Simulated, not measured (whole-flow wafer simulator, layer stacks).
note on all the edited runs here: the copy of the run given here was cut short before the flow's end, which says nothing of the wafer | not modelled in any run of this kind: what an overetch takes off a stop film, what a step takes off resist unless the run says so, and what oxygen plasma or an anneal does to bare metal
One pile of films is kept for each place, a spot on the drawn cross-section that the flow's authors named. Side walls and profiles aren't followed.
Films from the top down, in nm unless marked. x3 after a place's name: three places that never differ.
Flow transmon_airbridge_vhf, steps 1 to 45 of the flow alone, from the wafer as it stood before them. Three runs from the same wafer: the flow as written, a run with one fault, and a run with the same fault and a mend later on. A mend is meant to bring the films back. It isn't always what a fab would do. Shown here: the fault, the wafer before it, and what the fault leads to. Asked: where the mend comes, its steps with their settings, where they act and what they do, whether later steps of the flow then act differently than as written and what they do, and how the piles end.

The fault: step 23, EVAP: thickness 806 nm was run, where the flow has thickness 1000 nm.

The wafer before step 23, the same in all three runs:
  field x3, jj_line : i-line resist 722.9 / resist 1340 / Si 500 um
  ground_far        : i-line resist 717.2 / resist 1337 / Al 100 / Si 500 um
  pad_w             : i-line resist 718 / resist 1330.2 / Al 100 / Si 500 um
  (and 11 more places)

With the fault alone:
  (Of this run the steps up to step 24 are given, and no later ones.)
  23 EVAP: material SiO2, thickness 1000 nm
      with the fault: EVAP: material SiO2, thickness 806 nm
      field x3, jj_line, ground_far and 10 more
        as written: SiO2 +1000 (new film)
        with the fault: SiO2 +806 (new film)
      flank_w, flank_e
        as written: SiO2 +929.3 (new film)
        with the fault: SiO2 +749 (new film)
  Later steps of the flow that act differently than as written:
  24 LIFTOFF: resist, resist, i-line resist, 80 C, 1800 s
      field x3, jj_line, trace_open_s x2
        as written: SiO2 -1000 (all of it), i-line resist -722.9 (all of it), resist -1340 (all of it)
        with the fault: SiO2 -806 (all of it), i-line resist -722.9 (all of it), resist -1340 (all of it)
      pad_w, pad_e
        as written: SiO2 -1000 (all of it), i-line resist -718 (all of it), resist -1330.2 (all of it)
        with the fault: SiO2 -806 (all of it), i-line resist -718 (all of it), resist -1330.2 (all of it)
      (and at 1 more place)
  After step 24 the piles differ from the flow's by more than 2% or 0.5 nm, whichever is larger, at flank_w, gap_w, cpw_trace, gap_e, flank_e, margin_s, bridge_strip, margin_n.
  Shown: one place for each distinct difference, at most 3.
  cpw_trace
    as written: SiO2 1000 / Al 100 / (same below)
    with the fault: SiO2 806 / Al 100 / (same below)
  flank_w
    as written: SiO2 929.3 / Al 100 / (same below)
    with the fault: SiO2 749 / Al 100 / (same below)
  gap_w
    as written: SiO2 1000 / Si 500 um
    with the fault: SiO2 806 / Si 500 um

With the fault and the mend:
  The mend comes after step 23.
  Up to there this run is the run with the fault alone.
  23a EVAP: material SiO2, thickness 194 nm (the flow's step 23 once more, with other settings)
      field x3, jj_line, ground_far and 10 more
        SiO2 +194
      flank_w, flank_e
        SiO2 +180.4
  No later step of the flow acts differently than as written, at any place that is followed, by more than 2% or 0.5 nm, whichever is larger.
  At the end the piles differ from the flow's only slightly at the places that both follow, by at most 2% or 0.5 nm, whichever is larger.
